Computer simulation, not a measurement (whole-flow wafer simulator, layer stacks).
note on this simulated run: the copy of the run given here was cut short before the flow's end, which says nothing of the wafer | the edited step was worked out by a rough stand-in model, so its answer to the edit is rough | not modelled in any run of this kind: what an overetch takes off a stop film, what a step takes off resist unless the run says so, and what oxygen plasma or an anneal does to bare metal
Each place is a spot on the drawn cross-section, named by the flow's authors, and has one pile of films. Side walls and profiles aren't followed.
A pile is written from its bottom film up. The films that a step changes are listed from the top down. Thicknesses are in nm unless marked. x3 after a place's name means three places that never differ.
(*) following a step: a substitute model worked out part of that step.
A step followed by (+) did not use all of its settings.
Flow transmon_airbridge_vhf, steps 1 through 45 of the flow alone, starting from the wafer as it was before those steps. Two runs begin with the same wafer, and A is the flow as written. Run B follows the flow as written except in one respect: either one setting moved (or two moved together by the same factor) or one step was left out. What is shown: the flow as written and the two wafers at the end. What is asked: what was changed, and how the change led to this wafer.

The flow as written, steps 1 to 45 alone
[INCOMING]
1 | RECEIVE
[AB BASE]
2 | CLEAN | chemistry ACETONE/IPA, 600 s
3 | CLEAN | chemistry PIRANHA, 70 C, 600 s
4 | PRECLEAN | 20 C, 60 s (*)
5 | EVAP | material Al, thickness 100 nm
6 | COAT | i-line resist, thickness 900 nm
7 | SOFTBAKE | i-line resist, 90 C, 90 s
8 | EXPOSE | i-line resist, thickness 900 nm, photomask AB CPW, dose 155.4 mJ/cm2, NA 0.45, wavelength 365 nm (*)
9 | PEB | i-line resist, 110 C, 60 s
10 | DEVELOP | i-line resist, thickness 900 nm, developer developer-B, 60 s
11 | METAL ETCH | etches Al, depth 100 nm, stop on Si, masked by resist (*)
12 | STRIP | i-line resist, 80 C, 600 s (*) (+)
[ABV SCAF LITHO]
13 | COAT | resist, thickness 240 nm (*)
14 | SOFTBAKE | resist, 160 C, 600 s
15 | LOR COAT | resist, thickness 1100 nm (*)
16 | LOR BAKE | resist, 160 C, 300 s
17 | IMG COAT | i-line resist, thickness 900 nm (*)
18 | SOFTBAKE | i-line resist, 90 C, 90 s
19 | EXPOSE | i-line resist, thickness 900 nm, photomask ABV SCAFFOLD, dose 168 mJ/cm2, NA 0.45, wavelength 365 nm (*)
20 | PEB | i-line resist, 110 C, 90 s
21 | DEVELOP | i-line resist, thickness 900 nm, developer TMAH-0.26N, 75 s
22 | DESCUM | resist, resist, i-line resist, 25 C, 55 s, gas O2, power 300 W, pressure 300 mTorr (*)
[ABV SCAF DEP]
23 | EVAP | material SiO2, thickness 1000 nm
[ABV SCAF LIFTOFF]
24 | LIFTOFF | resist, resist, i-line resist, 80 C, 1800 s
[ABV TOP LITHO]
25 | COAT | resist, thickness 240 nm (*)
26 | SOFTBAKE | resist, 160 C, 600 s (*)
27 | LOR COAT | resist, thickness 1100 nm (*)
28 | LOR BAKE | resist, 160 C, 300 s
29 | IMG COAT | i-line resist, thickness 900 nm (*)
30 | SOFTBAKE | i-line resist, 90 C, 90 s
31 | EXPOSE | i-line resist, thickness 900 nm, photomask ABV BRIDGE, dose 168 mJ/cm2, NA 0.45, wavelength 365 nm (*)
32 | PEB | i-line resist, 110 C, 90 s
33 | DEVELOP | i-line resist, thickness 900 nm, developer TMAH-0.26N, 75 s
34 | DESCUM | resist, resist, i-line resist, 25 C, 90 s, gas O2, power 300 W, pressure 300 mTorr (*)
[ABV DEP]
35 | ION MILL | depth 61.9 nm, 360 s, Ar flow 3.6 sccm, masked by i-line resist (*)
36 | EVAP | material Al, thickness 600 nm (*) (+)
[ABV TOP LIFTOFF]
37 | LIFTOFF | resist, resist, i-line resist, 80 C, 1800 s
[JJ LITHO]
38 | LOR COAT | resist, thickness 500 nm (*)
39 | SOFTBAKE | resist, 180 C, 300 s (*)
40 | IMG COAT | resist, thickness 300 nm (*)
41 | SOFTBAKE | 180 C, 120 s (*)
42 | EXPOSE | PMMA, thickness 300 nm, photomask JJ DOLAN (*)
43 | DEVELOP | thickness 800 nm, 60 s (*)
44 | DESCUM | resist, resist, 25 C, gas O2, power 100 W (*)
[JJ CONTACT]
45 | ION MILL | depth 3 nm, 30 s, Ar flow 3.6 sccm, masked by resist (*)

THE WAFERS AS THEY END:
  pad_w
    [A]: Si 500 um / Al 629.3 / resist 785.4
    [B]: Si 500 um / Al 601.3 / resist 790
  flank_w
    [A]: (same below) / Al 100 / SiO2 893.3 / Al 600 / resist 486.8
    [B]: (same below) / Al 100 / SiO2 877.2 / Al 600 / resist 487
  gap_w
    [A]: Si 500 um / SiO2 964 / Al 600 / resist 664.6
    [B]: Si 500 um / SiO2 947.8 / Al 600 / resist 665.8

What caused this: step 35, ION MILL: 522 s was run, whereas the flow has 360 s.

How this came from the change, step by step:
  35 | ION MILL | depth 61.9 nm, 360 s, Ar flow 3.6 sccm, masked by i-line resist (*)
      field x3, jj_line, ground_far, trace_open_s x2, margin_s, margin_n: A -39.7 i-line resist | B -57.6 i-line resist
      flank_w, gap_w, cpw_trace, gap_e, flank_e, bridge_strip: A -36 SiO2 | B -52.2 SiO2
      (and at 2 other places as well)
  37 | LIFTOFF | resist, resist, i-line resist, 80 C, 1800 s
      field x3, jj_line, trace_open_s x2: A -600 Al (all of it), -600 i-line resist (all of it), -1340 resist (all of it) | B -600 Al (all of it), -582.1 i-line resist (all of it), -1340 resist (all of it)
      margin_s, margin_n: A -600 Al (all of it), -318.3 i-line resist (all of it), -992 resist (all of it) | B -600 Al (all of it), -300.4 i-line resist (all of it), -992 resist (all of it)
      (and at 1 other place as well)
